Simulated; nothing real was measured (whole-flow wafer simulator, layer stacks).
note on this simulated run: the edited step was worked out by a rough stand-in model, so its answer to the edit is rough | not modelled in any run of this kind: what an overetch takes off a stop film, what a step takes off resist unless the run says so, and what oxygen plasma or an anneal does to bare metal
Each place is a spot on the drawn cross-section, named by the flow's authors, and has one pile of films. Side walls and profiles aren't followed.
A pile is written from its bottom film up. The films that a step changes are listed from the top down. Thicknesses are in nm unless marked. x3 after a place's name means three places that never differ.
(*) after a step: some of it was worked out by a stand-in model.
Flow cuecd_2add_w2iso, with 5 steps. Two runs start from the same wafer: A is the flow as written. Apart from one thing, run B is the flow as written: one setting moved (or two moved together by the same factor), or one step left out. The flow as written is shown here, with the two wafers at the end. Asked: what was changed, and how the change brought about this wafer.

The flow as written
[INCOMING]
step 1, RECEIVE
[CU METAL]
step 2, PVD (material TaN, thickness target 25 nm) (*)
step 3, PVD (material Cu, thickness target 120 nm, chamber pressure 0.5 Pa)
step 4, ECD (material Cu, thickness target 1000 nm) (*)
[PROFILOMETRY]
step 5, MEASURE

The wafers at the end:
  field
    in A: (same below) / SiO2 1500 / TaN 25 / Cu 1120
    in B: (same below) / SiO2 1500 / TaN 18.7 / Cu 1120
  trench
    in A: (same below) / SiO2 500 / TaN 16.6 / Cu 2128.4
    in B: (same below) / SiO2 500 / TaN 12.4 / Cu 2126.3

Cause: step 2, PVD: thickness target 18.7 nm was run, though the flow has thickness target 25 nm.
The wafer itself shows it: field has TaN 18.7, and step 2 as written asks for 25 nm.

Step by step, how the change led to this:
  step 2, PVD (material TaN, thickness target 25 nm) (*)
      field: A +25 TaN (new film) | B +18.7 TaN (new film)
      trench: A +16.6 TaN (new film) | B +12.4 TaN (new film)
